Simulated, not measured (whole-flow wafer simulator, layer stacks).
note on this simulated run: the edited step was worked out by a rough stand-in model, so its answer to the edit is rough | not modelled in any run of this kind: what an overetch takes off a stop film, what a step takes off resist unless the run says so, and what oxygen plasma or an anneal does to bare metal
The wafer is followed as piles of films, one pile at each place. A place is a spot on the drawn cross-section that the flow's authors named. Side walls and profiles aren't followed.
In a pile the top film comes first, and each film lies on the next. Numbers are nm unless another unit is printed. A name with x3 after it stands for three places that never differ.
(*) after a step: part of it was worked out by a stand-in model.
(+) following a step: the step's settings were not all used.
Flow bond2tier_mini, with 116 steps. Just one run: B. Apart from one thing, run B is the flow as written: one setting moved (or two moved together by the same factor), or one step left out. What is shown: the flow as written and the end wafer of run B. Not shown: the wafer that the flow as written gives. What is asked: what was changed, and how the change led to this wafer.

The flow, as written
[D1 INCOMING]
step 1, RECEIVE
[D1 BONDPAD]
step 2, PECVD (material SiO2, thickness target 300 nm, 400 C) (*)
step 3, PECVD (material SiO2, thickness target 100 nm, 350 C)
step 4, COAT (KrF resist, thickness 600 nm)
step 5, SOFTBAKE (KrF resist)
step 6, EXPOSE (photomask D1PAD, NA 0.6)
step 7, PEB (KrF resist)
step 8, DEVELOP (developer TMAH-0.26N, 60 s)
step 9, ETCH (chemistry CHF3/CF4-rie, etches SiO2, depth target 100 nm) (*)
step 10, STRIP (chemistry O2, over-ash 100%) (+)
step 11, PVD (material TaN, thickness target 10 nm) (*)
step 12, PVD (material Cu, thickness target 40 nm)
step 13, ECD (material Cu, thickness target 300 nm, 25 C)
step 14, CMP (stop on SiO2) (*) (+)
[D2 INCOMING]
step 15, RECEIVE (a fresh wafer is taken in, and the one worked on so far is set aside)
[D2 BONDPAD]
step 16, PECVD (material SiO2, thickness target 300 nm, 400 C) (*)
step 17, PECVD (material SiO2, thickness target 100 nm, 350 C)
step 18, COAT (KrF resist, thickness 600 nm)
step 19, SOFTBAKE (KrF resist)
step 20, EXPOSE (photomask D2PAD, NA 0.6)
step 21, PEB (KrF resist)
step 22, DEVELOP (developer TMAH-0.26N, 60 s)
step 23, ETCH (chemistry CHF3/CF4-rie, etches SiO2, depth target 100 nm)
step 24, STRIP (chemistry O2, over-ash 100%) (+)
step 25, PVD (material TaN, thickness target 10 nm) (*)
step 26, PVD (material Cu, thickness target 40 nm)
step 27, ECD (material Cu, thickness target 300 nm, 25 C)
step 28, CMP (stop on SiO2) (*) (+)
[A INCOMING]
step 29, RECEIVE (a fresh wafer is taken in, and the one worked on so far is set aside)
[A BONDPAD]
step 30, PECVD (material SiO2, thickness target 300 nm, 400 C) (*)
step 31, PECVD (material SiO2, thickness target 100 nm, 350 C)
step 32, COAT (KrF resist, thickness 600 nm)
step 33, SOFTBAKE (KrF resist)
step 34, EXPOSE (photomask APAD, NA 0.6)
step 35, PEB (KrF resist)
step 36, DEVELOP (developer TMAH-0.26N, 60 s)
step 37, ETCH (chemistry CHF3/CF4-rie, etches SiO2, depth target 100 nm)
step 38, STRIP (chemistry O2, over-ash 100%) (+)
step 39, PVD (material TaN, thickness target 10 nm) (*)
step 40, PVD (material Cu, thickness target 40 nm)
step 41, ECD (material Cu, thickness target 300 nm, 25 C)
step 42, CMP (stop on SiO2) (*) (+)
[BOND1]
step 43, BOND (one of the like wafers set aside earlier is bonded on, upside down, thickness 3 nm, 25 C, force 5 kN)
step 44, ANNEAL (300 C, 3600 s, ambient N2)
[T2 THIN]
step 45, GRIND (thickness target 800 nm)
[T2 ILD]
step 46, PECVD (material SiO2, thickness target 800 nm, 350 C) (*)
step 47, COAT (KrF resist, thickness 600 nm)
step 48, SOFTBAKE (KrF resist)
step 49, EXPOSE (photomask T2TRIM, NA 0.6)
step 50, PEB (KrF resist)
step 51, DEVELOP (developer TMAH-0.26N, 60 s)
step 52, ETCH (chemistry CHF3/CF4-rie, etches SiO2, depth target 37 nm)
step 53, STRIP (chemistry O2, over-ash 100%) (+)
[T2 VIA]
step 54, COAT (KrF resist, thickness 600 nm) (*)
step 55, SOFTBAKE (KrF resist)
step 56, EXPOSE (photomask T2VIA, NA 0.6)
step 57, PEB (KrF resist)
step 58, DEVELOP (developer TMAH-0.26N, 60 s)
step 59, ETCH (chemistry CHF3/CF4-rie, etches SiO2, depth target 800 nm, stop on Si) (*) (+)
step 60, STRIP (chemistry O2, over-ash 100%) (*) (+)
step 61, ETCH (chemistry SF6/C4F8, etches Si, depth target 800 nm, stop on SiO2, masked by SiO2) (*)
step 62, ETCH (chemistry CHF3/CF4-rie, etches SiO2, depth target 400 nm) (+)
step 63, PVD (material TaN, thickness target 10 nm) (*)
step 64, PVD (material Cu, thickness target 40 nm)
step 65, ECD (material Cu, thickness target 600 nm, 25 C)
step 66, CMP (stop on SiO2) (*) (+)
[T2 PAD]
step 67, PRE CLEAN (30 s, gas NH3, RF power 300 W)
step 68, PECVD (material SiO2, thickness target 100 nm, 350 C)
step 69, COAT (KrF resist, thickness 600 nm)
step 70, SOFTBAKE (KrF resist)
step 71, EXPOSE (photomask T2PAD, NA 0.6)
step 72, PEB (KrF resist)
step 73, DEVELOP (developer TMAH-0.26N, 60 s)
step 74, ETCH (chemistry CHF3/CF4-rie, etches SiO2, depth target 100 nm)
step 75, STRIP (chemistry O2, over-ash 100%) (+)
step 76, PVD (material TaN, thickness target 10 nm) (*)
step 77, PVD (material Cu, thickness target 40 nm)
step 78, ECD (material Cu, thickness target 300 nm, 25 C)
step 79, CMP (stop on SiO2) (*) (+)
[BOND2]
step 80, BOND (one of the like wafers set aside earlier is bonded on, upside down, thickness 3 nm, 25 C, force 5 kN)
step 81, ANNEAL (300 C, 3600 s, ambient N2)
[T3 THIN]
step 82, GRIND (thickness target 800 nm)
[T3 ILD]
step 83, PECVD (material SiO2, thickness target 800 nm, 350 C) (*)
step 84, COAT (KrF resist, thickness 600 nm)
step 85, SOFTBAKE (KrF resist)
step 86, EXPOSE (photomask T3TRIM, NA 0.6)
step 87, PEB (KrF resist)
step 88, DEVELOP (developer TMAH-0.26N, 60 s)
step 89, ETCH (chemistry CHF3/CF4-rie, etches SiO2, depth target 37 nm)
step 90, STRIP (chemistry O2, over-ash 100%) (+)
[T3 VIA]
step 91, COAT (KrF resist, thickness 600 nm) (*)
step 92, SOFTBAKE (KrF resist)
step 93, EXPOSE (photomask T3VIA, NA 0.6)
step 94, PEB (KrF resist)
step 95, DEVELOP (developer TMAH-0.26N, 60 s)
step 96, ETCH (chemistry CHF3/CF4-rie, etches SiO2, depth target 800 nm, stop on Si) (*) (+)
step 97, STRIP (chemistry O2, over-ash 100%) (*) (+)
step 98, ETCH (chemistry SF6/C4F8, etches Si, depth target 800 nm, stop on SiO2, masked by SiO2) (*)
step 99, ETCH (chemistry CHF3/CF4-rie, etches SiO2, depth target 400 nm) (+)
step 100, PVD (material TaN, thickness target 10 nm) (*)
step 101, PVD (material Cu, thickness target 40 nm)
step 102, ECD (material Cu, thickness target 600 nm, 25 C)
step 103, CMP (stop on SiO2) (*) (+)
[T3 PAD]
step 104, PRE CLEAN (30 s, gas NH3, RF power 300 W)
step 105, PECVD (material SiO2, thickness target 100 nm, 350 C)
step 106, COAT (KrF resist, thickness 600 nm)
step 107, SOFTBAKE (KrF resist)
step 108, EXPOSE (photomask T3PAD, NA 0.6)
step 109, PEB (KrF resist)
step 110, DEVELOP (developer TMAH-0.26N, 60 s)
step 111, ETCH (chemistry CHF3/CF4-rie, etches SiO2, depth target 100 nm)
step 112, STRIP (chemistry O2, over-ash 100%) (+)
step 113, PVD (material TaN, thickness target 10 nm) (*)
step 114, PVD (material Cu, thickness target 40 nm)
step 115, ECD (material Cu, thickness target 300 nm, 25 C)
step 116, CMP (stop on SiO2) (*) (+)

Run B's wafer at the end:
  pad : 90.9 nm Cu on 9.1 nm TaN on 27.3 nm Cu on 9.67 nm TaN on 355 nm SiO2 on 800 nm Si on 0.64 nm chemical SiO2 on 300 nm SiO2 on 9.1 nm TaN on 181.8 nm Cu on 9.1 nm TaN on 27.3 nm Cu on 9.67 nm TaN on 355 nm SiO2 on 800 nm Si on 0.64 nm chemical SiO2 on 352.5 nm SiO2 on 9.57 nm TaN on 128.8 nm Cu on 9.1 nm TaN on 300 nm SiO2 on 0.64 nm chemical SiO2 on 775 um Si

What caused this: step 9, ETCH: depth target 47.5 nm was run, whereas the flow has depth target 100 nm.

The path from the change to this, step by step:
  step 9, ETCH (chemistry CHF3/CF4-rie, etches SiO2, depth target 100 nm) (*)
      pad, via: SiO2 loses 47.5 (as written it would have been: SiO2 loses 100)
      field: KrF resist loses 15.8 (as written it would have been: KrF resist loses 33.3)
  step 10, STRIP (chemistry O2, over-ash 100%) (+)
      field: KrF resist loses 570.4 (all of it) (as written it would have been: KrF resist loses 552.9 (all of it))
  step 12, PVD (material Cu, thickness target 40 nm)
      pad: Cu gains 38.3 (new film) (as written it would have been: Cu gains 36.4 (new film))
  step 13, ECD (material Cu, thickness target 300 nm, 25 C)
      pad: Cu gains 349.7 (as written it would have been: Cu gains 404.5)
      via: Cu gains 347.5 (as written it would have been: Cu gains 400.2)
  step 43, BOND (one of the like wafers set aside earlier is bonded on, upside down, thickness 3 nm, 25 C, force 5 kN)
      pad: Si gains 775 um (new film), chemical SiO2 gains 0.64 (new film), SiO2 gains 352.5 (new film), TaN gains 9.57 (new film), Cu gains 37.9 (as written it would have been: Si gains 775 um (new film), chemical SiO2 gains 0.64 (new film), SiO2 gains 300 (new film), TaN gains 9.1 (new film), Cu gains 90.9)
      via: Si gains 775 um (new film), chemical SiO2 gains 0.64 (new film), SiO2 gains 352.5 (new film), TaN gains 10 (new film), Cu gains 37.5 (as written it would have been: Si gains 775 um (new film), chemical SiO2 gains 0.64 (new film), SiO2 gains 300 (new film), TaN gains 9.97 (new film), Cu gains 90)
